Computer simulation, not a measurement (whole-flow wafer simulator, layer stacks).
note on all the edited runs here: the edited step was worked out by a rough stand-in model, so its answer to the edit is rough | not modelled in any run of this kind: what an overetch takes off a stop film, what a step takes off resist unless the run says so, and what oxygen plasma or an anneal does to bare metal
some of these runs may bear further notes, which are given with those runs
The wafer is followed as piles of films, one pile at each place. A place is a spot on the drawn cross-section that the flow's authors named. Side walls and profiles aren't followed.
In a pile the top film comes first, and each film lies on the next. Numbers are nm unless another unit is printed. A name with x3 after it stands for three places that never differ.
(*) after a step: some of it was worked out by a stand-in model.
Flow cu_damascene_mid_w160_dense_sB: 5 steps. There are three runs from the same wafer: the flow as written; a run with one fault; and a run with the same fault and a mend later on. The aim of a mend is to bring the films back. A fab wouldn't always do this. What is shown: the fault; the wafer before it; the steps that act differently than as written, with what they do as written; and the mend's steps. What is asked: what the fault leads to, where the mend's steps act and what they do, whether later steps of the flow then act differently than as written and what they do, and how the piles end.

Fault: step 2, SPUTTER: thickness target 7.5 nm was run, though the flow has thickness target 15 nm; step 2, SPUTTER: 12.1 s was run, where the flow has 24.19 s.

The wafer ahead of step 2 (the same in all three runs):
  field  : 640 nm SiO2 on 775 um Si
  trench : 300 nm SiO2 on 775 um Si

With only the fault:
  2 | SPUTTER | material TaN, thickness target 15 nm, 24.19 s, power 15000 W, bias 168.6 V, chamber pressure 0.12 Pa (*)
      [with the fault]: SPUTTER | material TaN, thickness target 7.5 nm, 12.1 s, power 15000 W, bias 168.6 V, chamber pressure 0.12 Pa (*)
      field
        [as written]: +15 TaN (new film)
        [with the fault]: +7.5 TaN (new film)
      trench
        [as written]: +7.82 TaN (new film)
        [with the fault]: +3.91 TaN (new film)
  Later steps of the flow that are run all act as written at every place that is followed, up to a difference of at most 2% or 0.5 nm, whichever is larger.
  By the end, the piles at field, trench depart from the flow's by more than 2% or 0.5 nm, whichever is larger.
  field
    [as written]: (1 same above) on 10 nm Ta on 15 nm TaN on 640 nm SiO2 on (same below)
    [with the fault]: (1 same above) on 10 nm Ta on 7.5 nm TaN on 640 nm SiO2 on (same below)
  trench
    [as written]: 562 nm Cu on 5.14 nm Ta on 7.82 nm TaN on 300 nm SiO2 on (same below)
    [with the fault]: 558.4 nm Cu on 5.23 nm Ta on 3.91 nm TaN on 300 nm SiO2 on (same below)

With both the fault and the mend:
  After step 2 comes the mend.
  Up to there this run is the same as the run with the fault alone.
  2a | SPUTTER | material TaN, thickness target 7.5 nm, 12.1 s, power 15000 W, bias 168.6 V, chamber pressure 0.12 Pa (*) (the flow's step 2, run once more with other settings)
      field
        +7.5 TaN
      trench
        +3.84 TaN
  Later steps of the flow that are run all act as written at every place that is followed, up to a difference of at most 2% or 0.5 nm, whichever is larger.
  The piles end only slightly different from the flow's at the places that both follow, by no more than 2% or 0.5 nm, whichever is larger.
